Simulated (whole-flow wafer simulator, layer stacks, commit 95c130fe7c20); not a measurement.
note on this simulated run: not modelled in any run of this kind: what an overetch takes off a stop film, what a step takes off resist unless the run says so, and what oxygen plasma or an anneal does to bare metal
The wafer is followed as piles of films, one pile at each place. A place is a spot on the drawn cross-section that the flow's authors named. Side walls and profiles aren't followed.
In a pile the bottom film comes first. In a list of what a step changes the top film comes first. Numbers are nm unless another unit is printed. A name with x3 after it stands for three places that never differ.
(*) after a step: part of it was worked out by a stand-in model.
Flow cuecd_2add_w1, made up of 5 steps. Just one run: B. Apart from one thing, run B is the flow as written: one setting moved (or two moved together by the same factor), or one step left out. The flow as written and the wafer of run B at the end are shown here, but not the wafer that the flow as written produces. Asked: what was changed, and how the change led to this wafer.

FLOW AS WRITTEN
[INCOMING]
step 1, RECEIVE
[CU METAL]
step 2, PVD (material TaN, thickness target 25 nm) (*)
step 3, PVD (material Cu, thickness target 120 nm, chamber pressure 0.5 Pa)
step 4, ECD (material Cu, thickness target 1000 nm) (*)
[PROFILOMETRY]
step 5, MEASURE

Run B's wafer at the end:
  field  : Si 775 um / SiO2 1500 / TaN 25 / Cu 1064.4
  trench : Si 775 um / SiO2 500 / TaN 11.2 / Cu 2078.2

The reason: step 3, PVD: thickness target 64.4 nm was run, though the flow has thickness target 120 nm.

The path from the change to this, step by step:
  step 3, PVD (material Cu, thickness target 120 nm, chamber pressure 0.5 Pa)
      field: Cu gains 64.4 (new film) (it would be, as written: Cu gains 120 (new film))
      trench: Cu gains 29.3 (new film) (it would be, as written: Cu gains 53.6 (new film))
